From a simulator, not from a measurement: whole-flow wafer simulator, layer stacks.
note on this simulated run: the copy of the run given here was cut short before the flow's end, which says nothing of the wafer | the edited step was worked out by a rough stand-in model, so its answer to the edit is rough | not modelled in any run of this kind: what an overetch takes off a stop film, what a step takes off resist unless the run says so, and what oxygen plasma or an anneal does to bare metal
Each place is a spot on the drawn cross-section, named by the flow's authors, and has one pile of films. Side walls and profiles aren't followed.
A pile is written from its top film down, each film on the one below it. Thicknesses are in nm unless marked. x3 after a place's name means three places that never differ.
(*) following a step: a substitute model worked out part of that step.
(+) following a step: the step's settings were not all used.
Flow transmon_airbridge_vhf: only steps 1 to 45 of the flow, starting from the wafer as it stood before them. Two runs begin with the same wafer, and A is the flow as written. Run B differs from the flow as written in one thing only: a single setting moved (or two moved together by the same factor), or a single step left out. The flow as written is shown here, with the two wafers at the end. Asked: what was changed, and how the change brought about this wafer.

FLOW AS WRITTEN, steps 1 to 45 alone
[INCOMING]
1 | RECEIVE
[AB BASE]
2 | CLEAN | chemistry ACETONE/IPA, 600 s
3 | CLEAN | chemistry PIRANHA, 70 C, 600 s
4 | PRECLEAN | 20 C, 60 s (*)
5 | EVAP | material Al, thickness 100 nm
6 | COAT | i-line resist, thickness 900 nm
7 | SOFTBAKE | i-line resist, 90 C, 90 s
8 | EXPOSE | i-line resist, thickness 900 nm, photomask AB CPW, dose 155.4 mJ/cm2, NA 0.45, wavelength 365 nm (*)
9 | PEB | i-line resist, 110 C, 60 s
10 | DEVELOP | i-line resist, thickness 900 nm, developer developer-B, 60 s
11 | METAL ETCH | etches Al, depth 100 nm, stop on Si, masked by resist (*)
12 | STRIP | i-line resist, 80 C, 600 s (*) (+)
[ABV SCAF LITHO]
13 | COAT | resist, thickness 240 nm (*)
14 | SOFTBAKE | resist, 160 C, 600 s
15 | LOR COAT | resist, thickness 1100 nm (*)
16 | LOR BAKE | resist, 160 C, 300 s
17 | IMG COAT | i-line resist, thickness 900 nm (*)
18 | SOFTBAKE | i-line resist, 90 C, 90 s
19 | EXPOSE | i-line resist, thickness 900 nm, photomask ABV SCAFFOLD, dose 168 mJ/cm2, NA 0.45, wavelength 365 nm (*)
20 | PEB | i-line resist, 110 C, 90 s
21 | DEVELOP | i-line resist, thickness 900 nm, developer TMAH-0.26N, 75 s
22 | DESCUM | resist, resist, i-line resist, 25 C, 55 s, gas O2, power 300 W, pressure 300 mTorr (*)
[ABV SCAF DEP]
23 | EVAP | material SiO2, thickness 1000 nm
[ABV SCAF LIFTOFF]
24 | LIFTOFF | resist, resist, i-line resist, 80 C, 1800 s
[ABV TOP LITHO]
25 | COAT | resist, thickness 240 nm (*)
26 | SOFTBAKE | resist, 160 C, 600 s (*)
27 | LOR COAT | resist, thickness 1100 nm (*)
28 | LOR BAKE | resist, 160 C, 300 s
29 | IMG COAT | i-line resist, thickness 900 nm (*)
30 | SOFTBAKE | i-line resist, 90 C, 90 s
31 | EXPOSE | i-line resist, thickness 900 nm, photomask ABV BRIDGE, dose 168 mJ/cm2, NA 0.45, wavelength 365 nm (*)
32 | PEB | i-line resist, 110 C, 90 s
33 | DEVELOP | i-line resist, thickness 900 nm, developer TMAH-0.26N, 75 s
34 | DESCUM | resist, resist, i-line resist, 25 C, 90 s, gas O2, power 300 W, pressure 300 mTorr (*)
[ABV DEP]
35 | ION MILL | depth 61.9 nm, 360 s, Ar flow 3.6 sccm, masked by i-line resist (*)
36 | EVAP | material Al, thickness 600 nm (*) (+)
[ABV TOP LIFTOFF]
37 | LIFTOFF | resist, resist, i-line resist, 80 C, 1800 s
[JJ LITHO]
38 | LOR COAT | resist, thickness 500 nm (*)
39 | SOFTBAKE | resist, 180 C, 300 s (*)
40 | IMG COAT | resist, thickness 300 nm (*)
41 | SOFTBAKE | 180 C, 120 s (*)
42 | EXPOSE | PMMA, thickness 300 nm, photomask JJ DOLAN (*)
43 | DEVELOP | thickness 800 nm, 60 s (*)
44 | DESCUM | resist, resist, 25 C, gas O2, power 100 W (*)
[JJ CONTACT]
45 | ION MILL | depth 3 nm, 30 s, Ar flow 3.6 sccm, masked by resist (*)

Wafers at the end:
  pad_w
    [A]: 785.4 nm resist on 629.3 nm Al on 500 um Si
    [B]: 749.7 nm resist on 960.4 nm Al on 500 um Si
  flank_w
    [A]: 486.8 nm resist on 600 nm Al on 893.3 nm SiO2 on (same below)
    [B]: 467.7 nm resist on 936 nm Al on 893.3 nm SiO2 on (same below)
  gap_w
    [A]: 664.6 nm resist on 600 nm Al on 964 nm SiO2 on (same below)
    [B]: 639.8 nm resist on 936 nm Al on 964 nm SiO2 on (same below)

The reason: step 36, EVAP: thickness 936 nm was run, though the flow has thickness 600 nm.
One can read it off the wafer: flank_w has Al 936, and step 36 as written asks for 600 nm.

Step by step, how the change led to this:
  36 | EVAP | material Al, thickness 600 nm (*) (+)
      field x3, jj_line, ground_far and 10 more: A Al gains 600 (new film) | B Al gains 936 (new film)
      pad_w, pad_e: A Al gains 591.2 | B Al gains 922.3
  37 | LIFTOFF | resist, resist, i-line resist, 80 C, 1800 s
      field x3, jj_line, trace_open_s x2: A Al loses 600 (all of it), i-line resist loses 600 (all of it), resist loses 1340 (all of it) | B Al loses 936 (all of it), i-line resist loses 600 (all of it), resist loses 1340 (all of it)
      margin_s, margin_n: A Al loses 600 (all of it), i-line resist loses 318.3 (all of it), resist loses 992 (all of it) | B Al loses 936 (all of it), i-line resist loses 318.3 (all of it), resist loses 992 (all of it)
      (as well as at 1 more place)
  38 | LOR COAT | resist, thickness 500 nm (*)
      pad_w, pad_e: A resist gains 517 (new film) | B resist gains 494.9 (new film)
      flank_w, flank_e: A resist gains 306.5 (new film) | B resist gains 298.3 (new film)
      (as well as at 6 more places)
  40 | IMG COAT | resist, thickness 300 nm (*)
      pad_w, pad_e: A resist gains 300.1 | B resist gains 286.6
      flank_w, flank_e: A resist gains 212.1 | B resist gains 201.3
      (as well as at 6 more places)
